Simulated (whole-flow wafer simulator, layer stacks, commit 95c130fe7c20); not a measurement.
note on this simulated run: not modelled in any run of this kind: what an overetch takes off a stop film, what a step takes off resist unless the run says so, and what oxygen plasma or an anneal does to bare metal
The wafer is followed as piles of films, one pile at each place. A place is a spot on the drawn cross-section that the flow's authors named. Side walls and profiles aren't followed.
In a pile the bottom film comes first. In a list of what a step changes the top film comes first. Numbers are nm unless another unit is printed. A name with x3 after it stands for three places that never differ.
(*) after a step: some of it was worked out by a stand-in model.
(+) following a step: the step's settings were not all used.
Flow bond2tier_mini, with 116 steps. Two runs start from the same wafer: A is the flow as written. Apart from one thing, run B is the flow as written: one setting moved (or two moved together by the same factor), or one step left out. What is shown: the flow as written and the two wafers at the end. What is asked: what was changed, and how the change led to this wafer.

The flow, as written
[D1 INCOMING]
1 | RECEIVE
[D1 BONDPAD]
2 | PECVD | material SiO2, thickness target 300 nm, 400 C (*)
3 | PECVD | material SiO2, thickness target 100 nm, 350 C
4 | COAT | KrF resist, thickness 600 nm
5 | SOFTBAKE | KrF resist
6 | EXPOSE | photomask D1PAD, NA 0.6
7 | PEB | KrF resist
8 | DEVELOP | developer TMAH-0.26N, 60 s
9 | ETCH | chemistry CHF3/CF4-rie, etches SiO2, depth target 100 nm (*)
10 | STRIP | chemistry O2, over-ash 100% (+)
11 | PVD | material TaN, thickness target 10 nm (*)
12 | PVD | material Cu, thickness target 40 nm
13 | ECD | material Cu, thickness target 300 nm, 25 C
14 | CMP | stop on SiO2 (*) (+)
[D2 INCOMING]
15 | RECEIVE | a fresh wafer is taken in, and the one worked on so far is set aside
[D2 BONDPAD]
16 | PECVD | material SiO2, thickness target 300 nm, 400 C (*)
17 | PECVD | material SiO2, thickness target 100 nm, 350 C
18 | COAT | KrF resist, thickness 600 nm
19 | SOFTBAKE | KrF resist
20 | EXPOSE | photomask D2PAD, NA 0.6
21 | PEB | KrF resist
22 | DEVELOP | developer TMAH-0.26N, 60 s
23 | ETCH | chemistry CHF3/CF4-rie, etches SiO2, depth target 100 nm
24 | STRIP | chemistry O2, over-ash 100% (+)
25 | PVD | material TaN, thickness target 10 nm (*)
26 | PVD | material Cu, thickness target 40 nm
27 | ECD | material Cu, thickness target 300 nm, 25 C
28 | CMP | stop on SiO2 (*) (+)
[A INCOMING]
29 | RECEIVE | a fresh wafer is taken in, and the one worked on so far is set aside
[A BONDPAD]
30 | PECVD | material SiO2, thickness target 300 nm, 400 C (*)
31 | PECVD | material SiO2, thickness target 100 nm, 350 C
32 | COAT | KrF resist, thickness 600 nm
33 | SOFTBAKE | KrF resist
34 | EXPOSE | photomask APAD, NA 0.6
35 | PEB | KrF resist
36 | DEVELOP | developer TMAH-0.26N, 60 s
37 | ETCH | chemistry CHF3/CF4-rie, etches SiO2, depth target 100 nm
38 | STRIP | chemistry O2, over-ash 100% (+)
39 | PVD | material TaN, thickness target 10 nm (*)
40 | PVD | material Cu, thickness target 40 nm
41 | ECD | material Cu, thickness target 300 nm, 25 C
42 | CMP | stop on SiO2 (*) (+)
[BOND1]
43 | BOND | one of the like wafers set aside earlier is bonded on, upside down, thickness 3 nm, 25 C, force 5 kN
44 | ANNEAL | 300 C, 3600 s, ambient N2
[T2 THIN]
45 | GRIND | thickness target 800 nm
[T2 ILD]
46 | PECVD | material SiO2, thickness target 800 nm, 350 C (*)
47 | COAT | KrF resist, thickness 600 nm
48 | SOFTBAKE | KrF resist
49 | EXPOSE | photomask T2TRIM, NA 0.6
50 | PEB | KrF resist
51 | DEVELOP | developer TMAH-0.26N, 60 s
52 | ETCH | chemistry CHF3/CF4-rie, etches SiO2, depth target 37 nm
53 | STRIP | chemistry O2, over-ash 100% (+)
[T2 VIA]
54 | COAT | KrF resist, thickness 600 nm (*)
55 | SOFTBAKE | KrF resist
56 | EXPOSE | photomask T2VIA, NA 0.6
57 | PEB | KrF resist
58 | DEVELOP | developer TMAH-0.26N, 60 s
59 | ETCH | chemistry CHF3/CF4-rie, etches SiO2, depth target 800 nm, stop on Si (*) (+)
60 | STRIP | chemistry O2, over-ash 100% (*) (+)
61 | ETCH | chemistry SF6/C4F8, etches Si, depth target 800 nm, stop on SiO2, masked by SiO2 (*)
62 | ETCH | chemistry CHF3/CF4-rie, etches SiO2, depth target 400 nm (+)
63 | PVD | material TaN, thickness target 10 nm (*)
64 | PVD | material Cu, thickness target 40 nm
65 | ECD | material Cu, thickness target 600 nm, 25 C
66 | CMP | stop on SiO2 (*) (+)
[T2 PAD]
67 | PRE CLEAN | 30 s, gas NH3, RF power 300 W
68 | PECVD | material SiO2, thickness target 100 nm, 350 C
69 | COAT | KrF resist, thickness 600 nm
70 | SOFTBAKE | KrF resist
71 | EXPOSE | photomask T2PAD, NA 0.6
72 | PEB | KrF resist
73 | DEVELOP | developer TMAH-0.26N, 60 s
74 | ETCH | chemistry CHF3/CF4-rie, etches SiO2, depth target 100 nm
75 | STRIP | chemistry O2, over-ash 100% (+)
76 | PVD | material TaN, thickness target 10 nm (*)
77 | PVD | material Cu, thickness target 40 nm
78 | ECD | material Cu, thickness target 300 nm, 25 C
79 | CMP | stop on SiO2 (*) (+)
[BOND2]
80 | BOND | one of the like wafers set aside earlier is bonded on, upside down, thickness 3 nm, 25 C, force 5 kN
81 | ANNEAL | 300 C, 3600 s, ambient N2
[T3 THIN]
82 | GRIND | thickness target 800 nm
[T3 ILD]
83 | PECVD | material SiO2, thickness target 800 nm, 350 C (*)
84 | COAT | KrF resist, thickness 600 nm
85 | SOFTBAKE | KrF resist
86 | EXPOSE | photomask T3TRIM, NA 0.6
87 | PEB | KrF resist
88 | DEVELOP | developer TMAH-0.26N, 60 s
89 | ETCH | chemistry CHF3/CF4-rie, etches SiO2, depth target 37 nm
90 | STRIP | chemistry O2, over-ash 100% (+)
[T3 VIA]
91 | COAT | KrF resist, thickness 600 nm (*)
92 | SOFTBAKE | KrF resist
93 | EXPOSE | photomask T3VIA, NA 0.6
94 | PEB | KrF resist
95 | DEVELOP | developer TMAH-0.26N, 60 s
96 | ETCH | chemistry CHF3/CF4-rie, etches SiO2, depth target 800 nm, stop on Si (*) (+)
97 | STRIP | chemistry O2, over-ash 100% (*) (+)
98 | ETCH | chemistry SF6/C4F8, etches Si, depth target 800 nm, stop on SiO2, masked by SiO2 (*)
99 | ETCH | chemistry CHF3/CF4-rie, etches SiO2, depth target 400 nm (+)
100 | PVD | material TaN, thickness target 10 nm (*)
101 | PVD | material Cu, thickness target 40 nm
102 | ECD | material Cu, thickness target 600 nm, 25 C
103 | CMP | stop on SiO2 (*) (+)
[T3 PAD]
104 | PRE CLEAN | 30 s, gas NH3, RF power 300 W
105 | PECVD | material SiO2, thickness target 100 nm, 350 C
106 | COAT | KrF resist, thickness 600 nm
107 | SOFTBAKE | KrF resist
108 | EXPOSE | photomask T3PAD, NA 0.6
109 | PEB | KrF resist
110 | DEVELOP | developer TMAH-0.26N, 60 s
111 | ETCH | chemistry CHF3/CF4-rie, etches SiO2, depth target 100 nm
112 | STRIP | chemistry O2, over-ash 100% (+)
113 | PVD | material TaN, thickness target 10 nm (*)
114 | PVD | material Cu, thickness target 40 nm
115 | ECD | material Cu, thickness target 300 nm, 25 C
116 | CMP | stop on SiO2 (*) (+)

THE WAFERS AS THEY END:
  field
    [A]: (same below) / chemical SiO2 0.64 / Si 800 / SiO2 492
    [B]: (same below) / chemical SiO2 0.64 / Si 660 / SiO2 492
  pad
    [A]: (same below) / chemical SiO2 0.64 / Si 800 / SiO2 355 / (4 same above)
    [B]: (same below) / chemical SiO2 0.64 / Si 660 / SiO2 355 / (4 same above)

The reason: step 82, GRIND: thickness target 660 nm was run, whereas the flow has thickness target 800 nm.
The wafer itself shows it: field has Si 660, and step 82 as written asks for 800 nm.

Step by step, how the change led to this:
  82 | GRIND | thickness target 800 nm
      field, pad: A -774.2 um Si | B -774.34 um Si
